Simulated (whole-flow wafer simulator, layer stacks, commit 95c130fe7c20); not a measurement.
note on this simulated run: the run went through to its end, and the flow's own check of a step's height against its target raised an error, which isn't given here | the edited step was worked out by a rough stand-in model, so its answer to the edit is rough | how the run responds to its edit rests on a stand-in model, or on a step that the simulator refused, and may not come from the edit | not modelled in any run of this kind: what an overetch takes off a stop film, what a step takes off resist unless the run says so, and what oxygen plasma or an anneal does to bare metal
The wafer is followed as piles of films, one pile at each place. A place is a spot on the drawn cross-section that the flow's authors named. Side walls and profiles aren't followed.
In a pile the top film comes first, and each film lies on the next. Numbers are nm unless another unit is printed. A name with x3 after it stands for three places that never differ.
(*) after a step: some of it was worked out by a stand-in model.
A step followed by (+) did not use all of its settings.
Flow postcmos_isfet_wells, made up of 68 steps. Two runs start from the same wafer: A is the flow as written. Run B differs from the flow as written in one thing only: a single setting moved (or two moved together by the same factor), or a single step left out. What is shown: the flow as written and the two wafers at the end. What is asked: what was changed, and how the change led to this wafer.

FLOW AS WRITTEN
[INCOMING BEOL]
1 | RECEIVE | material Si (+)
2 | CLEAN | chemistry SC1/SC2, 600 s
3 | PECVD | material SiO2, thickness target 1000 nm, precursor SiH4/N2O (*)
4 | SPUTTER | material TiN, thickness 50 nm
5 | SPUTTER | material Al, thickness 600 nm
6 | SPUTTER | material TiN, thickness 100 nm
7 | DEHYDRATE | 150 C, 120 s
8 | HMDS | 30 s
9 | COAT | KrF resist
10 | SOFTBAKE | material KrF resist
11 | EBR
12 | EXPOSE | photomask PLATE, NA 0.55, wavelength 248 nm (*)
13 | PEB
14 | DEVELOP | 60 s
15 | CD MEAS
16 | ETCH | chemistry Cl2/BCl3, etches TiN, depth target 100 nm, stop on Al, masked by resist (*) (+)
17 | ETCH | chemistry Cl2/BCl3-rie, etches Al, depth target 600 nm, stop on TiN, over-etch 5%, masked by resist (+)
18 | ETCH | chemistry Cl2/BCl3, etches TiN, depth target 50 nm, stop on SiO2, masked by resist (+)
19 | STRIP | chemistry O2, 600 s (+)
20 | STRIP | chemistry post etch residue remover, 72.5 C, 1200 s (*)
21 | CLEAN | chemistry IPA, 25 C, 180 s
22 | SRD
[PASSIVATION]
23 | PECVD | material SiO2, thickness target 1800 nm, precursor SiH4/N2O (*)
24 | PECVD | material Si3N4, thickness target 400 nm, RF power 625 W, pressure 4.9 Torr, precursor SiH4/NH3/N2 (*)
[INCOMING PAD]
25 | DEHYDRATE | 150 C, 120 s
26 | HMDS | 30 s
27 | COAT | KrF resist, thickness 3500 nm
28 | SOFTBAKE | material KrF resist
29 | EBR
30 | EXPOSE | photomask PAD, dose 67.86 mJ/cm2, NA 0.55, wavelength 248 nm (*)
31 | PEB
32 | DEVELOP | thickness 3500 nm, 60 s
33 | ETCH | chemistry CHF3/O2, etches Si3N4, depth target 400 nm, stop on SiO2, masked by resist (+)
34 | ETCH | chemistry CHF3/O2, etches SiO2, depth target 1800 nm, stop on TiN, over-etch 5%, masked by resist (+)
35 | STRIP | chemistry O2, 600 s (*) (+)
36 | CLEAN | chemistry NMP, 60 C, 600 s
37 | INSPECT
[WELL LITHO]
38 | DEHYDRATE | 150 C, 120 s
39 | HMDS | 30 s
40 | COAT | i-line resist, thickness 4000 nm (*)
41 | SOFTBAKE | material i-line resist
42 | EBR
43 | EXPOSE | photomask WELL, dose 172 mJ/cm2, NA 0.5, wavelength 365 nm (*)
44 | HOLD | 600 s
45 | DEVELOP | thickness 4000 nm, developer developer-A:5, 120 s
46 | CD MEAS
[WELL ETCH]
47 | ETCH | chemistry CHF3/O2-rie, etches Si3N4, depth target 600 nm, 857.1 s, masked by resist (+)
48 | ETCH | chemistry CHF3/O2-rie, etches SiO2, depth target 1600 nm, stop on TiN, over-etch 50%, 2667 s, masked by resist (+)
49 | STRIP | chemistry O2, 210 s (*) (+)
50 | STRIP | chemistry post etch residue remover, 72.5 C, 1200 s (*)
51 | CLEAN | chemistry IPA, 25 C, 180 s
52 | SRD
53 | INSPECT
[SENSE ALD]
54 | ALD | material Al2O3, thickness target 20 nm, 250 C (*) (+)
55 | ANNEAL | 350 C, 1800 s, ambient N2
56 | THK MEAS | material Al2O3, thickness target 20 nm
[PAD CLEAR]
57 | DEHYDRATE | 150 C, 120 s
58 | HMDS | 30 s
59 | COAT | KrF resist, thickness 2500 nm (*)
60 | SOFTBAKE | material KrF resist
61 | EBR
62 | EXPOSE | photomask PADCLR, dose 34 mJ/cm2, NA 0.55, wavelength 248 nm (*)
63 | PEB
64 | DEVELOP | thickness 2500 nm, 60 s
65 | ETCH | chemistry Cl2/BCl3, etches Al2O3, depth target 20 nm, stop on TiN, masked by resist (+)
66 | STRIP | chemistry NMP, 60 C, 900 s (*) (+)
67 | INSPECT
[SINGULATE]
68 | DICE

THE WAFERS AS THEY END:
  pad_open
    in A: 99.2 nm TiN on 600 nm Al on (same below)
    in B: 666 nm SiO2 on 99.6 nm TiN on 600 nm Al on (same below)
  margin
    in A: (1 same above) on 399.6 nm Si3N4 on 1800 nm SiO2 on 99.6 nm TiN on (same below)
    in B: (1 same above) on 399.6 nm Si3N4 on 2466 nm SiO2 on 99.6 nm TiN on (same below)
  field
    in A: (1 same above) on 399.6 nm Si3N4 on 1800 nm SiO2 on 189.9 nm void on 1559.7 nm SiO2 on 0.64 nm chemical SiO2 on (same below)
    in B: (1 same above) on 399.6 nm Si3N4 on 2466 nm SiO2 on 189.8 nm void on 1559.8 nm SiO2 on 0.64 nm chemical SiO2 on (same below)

What caused this: step 23, PECVD: thickness target 2466 nm was run, whereas the flow has thickness target 1800 nm.
The wafer lets one read it off: margin has SiO2 2466, and step 23 as written asks for 1800 nm.

Step by step, how the change led to this:
  23 | PECVD | material SiO2, thickness target 1800 nm, precursor SiH4/N2O (*)
      margin, well900, well1300 x3, pad_rim, pad_clr, pad_open: A +1800 SiO2 (new film) | B +2466 SiO2 (new film)
      field: A +1800 SiO2 (new film), +189.9 void (new film), +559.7 SiO2 | B +2466 SiO2 (new film), +189.8 void (new film), +559.8 SiO2
  34 | ETCH | chemistry CHF3/O2, etches SiO2, depth target 1800 nm, stop on TiN, over-etch 5%, masked by resist (+)
      pad_open: A -1800 SiO2 (all of it) | B -1800 SiO2
  48 | ETCH | chemistry CHF3/O2-rie, etches SiO2, depth target 1600 nm, stop on TiN, over-etch 50%, 2667 s, masked by resist (+)
      well900, well1300 x3: A -1600 SiO2 (all of it) | B -2266 SiO2 (all of it)
  59 | COAT | KrF resist, thickness 2500 nm (*)
      field: A +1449 KrF resist (new film) | B +1130.8 KrF resist (new film)
      margin: A +1448.9 KrF resist (new film) | B +1130.7 KrF resist (new film)
  63 | PEB
      field, margin: A -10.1 KrF resist | B -7.83 KrF resist
  66 | STRIP | chemistry NMP, 60 C, 900 s (*) (+)
      field: A -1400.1 KrF resist (all of it) | B -1084.2 KrF resist (all of it)
      margin: A -1400.1 KrF resist (all of it) | B -1084.1 KrF resist (all of it)
